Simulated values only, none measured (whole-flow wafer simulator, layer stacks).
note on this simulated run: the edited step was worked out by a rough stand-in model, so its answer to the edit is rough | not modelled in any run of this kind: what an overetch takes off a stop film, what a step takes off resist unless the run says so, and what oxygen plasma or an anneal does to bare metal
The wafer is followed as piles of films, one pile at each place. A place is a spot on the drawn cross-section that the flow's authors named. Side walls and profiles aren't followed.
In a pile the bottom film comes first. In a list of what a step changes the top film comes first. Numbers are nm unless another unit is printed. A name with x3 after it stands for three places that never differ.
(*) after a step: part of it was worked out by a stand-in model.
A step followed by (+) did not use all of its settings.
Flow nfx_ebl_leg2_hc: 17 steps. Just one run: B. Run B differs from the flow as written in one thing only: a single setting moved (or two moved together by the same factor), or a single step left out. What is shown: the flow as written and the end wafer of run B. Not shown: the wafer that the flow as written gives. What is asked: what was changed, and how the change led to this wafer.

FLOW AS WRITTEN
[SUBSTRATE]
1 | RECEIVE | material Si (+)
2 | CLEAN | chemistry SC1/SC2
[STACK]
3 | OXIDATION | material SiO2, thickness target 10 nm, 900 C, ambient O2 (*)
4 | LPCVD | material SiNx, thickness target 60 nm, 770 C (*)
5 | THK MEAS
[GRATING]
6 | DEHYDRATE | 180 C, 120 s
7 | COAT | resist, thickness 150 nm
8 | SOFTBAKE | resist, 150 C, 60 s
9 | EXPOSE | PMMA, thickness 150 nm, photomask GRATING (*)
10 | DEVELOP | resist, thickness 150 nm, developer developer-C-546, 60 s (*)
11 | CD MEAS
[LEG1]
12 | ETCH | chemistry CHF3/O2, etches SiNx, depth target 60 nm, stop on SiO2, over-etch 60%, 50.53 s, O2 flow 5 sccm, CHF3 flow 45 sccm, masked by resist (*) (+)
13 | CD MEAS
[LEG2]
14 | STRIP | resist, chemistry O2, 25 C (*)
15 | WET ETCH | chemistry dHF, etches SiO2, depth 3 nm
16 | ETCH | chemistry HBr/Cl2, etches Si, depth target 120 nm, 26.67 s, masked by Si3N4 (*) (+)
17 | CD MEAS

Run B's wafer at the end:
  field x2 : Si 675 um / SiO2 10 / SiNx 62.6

Cause: step 4, LPCVD: thickness target 74 nm was run, while the flow as written has thickness target 60 nm.

The path from the change to this, step by step:
  4 | LPCVD | material SiNx, thickness target 60 nm, 770 C (*)
      field x2, pad x2: +74 SiNx (new film) (in the flow as written it would be: +60 SiNx (new film))
  12 | ETCH | chemistry CHF3/O2, etches SiNx, depth target 60 nm, stop on SiO2, over-etch 60%, 50.53 s, O2 flow 5 sccm, CHF3 flow 45 sccm, masked by resist (*) (+)
      pad x2: -74 SiNx (all of it), -10 SiO2 (all of it) (in the flow as written it would be: -60 SiNx (all of it), -10 SiO2 (all of it))
